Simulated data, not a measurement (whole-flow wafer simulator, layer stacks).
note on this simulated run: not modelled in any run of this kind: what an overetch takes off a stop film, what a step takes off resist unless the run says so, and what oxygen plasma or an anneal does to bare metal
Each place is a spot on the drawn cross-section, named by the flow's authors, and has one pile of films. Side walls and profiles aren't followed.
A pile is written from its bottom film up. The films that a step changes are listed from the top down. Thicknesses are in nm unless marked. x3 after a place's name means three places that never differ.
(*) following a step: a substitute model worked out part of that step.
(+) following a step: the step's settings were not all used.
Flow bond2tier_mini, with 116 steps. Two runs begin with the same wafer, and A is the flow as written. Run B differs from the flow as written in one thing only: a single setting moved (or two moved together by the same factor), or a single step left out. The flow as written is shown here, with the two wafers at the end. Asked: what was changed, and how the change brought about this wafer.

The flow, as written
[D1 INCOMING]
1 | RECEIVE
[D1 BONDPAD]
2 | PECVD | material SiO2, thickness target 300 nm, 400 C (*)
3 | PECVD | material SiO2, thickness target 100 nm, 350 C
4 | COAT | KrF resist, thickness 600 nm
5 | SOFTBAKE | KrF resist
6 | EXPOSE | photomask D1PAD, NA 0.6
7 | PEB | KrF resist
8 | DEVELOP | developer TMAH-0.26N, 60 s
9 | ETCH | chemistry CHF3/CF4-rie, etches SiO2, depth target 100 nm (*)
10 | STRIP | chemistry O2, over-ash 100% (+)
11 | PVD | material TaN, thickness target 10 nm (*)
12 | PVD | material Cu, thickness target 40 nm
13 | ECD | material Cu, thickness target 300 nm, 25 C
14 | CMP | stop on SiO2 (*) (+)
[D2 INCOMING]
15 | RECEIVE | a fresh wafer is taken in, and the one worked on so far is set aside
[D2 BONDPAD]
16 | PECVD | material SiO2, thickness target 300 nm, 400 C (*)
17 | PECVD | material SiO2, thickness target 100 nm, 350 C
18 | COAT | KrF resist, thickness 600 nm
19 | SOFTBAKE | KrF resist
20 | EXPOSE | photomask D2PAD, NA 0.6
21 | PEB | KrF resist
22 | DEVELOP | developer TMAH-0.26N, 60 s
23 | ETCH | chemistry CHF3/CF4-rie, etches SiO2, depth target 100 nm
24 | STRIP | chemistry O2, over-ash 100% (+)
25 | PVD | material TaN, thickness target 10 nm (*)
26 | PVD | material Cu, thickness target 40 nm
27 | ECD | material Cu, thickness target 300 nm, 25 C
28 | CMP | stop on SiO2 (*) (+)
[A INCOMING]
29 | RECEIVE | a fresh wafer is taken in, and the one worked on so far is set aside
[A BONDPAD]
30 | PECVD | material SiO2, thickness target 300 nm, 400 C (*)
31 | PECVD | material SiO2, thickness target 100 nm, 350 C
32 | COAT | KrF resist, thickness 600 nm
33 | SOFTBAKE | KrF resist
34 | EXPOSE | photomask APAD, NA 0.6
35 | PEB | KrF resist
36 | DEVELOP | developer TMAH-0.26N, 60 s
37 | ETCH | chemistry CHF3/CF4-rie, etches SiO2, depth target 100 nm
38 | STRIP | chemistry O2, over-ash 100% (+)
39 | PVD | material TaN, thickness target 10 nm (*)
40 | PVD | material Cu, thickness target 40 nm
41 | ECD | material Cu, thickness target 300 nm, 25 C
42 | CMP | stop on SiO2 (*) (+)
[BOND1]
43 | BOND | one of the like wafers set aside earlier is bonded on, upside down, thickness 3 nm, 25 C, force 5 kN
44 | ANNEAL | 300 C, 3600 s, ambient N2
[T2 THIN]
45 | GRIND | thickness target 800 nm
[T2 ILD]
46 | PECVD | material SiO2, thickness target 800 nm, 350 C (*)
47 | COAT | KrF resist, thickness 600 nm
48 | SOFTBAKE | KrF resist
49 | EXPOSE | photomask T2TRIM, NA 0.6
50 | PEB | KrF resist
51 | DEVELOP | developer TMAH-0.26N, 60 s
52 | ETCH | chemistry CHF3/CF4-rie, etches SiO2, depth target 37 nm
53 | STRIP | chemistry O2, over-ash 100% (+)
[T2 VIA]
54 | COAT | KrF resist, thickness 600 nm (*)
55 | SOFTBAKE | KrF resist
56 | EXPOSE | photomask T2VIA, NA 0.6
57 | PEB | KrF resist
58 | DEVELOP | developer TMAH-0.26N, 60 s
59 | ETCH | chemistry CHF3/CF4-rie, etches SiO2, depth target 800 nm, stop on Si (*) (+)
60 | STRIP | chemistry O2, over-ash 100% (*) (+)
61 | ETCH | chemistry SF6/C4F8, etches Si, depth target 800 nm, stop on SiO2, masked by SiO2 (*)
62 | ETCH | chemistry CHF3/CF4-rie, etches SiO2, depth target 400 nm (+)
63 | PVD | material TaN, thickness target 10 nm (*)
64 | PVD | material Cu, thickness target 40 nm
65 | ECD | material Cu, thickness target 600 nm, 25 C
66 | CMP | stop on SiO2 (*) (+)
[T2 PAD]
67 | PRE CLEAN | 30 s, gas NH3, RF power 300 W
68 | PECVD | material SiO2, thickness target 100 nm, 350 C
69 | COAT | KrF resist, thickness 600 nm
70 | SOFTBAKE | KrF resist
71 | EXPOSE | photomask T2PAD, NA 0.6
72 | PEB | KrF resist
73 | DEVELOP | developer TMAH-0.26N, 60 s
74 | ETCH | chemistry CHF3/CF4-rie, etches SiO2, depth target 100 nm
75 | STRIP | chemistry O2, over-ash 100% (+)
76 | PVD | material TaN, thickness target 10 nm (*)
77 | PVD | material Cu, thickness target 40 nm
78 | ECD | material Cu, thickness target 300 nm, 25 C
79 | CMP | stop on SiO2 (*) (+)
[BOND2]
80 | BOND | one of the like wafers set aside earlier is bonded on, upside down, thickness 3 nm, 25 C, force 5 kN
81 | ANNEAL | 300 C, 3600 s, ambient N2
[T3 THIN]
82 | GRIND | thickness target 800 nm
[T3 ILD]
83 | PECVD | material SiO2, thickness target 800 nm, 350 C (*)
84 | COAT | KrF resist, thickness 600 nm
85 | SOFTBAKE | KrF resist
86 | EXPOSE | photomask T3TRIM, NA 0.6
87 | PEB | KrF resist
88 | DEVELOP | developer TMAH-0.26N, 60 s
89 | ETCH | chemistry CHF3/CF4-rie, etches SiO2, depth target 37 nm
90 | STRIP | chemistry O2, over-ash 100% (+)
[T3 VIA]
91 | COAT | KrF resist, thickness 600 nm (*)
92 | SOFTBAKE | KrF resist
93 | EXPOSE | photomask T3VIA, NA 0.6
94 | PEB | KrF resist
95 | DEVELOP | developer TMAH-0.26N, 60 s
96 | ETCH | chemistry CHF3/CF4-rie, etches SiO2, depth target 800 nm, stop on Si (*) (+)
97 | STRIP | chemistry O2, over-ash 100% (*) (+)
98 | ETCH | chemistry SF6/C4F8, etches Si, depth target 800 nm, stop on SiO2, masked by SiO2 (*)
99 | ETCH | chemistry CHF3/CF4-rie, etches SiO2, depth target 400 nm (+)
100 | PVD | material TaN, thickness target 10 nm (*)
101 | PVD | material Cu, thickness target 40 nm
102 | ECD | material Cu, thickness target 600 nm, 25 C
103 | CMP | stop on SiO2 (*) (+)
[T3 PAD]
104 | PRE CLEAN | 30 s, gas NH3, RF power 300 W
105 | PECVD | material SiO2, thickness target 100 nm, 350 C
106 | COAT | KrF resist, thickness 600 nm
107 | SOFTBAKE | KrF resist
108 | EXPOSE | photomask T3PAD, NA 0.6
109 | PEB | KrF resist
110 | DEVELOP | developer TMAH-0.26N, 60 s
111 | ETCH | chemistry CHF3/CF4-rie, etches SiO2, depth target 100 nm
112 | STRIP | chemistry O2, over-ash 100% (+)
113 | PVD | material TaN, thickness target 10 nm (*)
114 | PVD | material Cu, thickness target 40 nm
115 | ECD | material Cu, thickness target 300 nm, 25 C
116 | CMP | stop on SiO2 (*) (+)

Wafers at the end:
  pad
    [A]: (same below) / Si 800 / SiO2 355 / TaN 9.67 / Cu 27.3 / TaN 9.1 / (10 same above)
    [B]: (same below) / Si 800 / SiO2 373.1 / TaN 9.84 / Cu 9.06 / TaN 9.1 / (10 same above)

Cause: step 52, ETCH: depth target 18.9 nm was run, though the flow has depth target 37 nm.

The path from the change to this, step by step:
  52 | ETCH | chemistry CHF3/CF4-rie, etches SiO2, depth target 37 nm
      pad, via: A SiO2 loses 37 | B SiO2 loses 18.9
      field: A KrF resist loses 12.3 | B KrF resist loses 6.3
  59 | ETCH | chemistry CHF3/CF4-rie, etches SiO2, depth target 800 nm, stop on Si (*) (+)
      via: A SiO2 loses 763 (all of it) | B SiO2 loses 781.1 (all of it)
  60 | STRIP | chemistry O2, over-ash 100% (*) (+)
      field: A KrF resist loses 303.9 (all of it) | B KrF resist loses 311.6 (all of it)
      pad: A KrF resist loses 336 (all of it) | B KrF resist loses 328 (all of it)
  65 | ECD | material Cu, thickness target 600 nm, 25 C
      pad: A Cu gains 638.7 | B Cu gains 619.7
